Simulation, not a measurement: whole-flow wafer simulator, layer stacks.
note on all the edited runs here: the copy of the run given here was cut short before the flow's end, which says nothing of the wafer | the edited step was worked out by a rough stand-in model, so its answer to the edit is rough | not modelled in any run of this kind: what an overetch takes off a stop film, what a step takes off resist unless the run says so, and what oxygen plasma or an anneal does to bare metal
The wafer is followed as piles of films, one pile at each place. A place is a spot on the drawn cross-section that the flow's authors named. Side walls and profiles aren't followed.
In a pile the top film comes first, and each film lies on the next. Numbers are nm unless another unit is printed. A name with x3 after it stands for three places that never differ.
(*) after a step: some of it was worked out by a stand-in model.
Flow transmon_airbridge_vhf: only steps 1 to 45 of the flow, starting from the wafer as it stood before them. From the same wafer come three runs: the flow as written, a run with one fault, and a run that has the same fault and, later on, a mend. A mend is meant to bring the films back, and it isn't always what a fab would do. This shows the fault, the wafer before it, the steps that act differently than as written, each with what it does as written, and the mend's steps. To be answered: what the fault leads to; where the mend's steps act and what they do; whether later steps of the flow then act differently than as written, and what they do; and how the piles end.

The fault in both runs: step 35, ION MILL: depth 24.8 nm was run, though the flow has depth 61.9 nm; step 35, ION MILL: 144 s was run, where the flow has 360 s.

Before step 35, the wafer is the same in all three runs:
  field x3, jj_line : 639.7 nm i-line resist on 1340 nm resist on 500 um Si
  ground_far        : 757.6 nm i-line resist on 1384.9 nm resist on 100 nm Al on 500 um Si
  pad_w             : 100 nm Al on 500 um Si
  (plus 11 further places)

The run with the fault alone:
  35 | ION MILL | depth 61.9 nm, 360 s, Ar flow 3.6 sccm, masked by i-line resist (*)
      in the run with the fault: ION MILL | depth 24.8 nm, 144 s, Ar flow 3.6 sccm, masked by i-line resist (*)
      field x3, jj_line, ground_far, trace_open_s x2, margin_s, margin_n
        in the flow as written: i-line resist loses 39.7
        in the run with the fault: i-line resist loses 15.9
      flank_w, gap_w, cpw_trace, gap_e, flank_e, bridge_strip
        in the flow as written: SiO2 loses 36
        in the run with the fault: SiO2 loses 14.4
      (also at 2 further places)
  Later steps of the flow acting differently than as written (3 other steps are not shown; they differ only slightly, by no more than 2% or 0.5 nm, whichever is larger):
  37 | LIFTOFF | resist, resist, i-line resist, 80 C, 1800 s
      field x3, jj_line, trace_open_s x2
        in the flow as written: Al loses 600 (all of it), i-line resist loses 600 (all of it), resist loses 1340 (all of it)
        in the run with the fault: Al loses 600 (all of it), i-line resist loses 623.8 (all of it), resist loses 1340 (all of it)
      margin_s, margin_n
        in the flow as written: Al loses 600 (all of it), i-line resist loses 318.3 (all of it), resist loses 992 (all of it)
        in the run with the fault: Al loses 600 (all of it), i-line resist loses 342.1 (all of it), resist loses 992 (all of it)
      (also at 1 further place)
  The piles end different from the flow's at pad_w, flank_w, gap_w, cpw_trace, gap_e, flank_e, pad_e, bridge_strip by more than 2% or 0.5 nm, whichever is larger.
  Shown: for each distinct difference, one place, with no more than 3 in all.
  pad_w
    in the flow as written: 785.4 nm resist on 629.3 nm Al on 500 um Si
    in the run with the fault: 779.4 nm resist on 666.6 nm Al on 500 um Si
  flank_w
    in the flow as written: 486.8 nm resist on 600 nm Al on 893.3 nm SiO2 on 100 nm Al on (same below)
    in the run with the fault: 486.6 nm resist on 600 nm Al on 914.9 nm SiO2 on 100 nm Al on (same below)
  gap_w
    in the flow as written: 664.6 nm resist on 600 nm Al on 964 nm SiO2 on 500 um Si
    in the run with the fault: 663.1 nm resist on 600 nm Al on 985.6 nm SiO2 on 500 um Si

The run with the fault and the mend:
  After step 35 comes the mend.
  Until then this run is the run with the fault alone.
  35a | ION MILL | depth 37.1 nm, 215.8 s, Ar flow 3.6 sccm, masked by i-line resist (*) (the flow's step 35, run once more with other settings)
      field x3, jj_line, ground_far, trace_open_s x2, margin_s, margin_n
        i-line resist loses 23.8
      flank_w, gap_w, cpw_trace, gap_e, flank_e, bridge_strip
        SiO2 loses 21.6
      pad_w, pad_e
        Al loses 37.1
  None of the later steps of the flow acts differently than as written at any place that is followed.
  When the end is reached, the piles differ only a little from the flow's at the places that both follow, at most by 2% or 0.5 nm, whichever is larger.
